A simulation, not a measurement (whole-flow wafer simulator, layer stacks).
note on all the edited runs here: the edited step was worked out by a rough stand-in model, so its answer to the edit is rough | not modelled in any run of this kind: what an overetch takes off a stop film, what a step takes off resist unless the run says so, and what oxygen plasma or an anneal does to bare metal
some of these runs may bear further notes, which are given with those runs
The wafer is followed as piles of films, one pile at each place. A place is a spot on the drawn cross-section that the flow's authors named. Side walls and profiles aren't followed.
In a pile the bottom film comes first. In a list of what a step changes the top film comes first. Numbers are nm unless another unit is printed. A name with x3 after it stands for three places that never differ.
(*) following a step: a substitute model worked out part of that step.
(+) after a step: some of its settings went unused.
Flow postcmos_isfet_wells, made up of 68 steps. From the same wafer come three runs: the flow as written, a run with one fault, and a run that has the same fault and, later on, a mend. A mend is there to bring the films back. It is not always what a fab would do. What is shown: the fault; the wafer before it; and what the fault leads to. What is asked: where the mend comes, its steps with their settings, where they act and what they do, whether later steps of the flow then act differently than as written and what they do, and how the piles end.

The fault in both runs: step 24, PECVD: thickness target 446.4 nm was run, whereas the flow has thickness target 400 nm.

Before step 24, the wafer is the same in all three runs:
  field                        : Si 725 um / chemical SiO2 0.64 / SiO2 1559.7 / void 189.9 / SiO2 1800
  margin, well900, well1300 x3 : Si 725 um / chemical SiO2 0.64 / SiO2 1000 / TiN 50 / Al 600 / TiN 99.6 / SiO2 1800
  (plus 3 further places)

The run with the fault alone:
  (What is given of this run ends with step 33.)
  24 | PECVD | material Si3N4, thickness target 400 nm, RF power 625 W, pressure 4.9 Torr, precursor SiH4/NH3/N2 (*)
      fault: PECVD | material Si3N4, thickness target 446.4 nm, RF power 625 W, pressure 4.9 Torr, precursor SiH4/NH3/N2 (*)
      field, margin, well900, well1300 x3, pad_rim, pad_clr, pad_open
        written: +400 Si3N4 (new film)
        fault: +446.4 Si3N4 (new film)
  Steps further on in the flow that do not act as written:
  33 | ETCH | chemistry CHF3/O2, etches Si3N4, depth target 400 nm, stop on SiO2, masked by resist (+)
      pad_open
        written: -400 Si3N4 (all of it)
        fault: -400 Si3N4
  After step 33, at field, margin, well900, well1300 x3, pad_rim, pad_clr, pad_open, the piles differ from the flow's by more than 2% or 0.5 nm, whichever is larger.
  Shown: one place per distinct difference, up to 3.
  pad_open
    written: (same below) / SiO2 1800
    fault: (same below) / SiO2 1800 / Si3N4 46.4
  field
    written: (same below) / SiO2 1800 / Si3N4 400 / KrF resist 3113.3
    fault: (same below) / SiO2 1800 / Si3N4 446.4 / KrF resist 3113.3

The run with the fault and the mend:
  The mend follows step 24.
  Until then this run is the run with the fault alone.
  24a | ETCH | chemistry h3po4, depth target 513.4 nm
      field, margin, well900, well1300 x3, pad_rim, pad_clr, pad_open
        -446.4 Si3N4 (all of it)
  24b | PECVD | material Si3N4, thickness target 400 nm, RF power 625 W, pressure 4.9 Torr, precursor SiH4/NH3/N2 (*) (the flow's step 24 again)
      field, margin, well900, well1300 x3, pad_rim, pad_clr, pad_open
        +400 Si3N4 (new film)
  Every later step of the flow that is run acts as written at every place that is followed.
  The piles end the same as the flow's at every place that both follow.
